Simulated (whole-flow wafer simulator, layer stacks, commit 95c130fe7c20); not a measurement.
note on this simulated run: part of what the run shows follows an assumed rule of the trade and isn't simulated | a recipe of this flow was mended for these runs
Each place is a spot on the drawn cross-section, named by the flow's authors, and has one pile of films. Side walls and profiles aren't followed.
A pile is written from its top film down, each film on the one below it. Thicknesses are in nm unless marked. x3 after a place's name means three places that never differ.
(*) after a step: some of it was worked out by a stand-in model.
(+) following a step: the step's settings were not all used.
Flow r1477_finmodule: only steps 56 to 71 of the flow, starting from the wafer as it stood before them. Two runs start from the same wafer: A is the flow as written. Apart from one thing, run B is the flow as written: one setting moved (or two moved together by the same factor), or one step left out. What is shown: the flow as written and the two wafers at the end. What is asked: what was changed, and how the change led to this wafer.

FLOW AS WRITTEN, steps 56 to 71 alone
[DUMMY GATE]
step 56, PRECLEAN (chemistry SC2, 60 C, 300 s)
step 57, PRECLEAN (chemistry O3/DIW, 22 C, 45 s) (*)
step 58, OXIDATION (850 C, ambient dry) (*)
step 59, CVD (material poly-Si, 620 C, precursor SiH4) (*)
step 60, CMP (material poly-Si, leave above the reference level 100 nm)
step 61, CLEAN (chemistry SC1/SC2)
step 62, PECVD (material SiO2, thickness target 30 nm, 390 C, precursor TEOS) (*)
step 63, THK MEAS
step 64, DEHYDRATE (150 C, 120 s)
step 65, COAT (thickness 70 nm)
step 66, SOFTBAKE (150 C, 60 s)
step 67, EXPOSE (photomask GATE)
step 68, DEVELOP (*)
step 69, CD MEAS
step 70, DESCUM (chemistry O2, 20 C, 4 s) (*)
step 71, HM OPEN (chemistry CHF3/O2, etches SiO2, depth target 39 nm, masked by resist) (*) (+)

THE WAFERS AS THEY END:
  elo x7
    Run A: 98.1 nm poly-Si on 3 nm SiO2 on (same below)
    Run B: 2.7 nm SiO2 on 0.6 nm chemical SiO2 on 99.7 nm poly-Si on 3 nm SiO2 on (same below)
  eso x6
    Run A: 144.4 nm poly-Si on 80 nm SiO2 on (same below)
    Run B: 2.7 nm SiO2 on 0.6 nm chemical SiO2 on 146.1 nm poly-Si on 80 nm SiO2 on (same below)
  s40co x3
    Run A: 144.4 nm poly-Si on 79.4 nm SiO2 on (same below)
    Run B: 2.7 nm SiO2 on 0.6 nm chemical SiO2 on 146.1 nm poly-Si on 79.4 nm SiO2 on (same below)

What caused this: step 71, HM OPEN: depth target 27.3 nm was run, whereas the flow has depth target 39 nm.

How this came from the change, step by step:
  step 71, HM OPEN (chemistry CHF3/O2, etches SiO2, depth target 39 nm, masked by resist) (*) (+)
      pad, elo x7, eso x6, e200so, s40co x3: A -30 SiO2 (all of it), -0.6 chemical SiO2 (all of it), -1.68 poly-Si | B -27.3 SiO2
      padg, elg x7, esg x6, e200sg, s40cg x3: A -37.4 e-beam-resist | B -26.2 e-beam-resist
